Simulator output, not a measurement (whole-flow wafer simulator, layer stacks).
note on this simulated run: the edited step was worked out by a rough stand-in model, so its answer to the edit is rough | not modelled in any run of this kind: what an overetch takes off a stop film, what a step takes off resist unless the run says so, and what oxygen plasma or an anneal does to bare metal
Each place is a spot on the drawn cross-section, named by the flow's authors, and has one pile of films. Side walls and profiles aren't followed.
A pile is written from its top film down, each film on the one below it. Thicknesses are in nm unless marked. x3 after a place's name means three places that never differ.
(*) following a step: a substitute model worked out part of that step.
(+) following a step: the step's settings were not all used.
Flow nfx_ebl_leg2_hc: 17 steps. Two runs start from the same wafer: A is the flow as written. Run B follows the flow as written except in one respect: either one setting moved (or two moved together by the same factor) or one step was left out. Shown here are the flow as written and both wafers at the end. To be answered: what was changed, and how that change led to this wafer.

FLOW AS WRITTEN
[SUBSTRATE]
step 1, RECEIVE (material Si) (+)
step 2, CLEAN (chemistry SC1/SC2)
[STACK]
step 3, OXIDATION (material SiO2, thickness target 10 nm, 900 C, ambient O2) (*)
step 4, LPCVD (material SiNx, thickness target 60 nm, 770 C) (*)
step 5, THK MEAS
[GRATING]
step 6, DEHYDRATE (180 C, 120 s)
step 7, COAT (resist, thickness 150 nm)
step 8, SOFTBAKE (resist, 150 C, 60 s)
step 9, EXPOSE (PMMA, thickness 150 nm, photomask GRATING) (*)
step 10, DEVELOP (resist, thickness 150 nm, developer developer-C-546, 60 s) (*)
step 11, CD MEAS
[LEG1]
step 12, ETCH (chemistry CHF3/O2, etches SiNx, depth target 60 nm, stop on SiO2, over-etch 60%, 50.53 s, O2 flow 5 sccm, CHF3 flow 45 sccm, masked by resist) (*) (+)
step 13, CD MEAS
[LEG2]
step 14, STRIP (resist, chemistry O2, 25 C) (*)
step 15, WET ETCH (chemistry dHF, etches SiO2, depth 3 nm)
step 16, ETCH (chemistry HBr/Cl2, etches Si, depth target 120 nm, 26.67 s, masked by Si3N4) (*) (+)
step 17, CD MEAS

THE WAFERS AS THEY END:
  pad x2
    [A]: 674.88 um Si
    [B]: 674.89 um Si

Cause: step 12, ETCH: depth target 45 nm was run, though the flow has depth target 60 nm; step 12, ETCH: 37.89 s was run, where the flow has 50.53 s.

The path from the change to this, step by step:
  step 12, ETCH (chemistry CHF3/O2, etches SiNx, depth target 60 nm, stop on SiO2, over-etch 60%, 50.53 s, O2 flow 5 sccm, CHF3 flow 45 sccm, masked by resist) (*) (+)
      pad x2: A -60 SiNx (all of it), -10 SiO2 (all of it) | B -60 SiNx (all of it), -6 SiO2
      field x2: A -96 resist | B -72 resist
  step 14, STRIP (resist, chemistry O2, 25 C) (*)
      pad x2: A +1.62 chemical SiO2 (new film), -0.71 Si | B nothing
      field x2: A -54 resist (all of it) | B -78 resist (all of it)
  step 15, WET ETCH (chemistry dHF, etches SiO2, depth 3 nm)
      pad x2: A -1.62 chemical SiO2 (all of it) | B -3 SiO2
  step 16, ETCH (chemistry HBr/Cl2, etches Si, depth target 120 nm, 26.67 s, masked by Si3N4) (*) (+)
      pad x2: A -120 Si | B -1 SiO2 (all of it), -107 Si
